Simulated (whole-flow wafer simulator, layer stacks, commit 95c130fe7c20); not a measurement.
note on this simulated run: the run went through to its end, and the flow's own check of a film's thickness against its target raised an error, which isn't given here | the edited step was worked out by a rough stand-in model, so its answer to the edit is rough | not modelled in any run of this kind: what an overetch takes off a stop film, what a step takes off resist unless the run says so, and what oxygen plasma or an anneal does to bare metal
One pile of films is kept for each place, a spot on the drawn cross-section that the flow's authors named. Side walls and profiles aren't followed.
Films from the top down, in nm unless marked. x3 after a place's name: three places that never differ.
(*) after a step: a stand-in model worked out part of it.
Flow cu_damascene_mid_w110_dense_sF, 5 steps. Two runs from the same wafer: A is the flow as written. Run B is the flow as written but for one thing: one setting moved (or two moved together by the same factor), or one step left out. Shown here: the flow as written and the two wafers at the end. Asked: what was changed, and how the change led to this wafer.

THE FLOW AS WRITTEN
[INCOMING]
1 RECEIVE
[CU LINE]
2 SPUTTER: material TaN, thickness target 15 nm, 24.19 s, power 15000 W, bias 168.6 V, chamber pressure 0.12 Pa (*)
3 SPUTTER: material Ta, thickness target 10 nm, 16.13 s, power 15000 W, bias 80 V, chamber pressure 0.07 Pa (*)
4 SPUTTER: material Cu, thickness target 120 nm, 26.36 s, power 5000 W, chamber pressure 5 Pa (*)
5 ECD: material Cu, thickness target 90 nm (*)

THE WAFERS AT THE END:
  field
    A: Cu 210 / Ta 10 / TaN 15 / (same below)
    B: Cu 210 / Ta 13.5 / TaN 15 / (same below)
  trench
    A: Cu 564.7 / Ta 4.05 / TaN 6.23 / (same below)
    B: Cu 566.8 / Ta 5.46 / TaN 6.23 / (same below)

The cause: step 3, SPUTTER: thickness target 13.5 nm was run, where the flow has thickness target 10 nm; step 3, SPUTTER: 21.78 s was run, where the flow has 16.13 s.
It can be read off the wafer: field has Ta 13.5, and step 3 as written asks for 10 nm.

How the change led to this, step by step:
  3 SPUTTER: material Ta, thickness target 10 nm, 16.13 s, power 15000 W, bias 80 V, chamber pressure 0.07 Pa (*)
      field: A Ta +10 (new film) | B Ta +13.5 (new film)
      trench: A Ta +4.05 (new film) | B Ta +5.46 (new film)
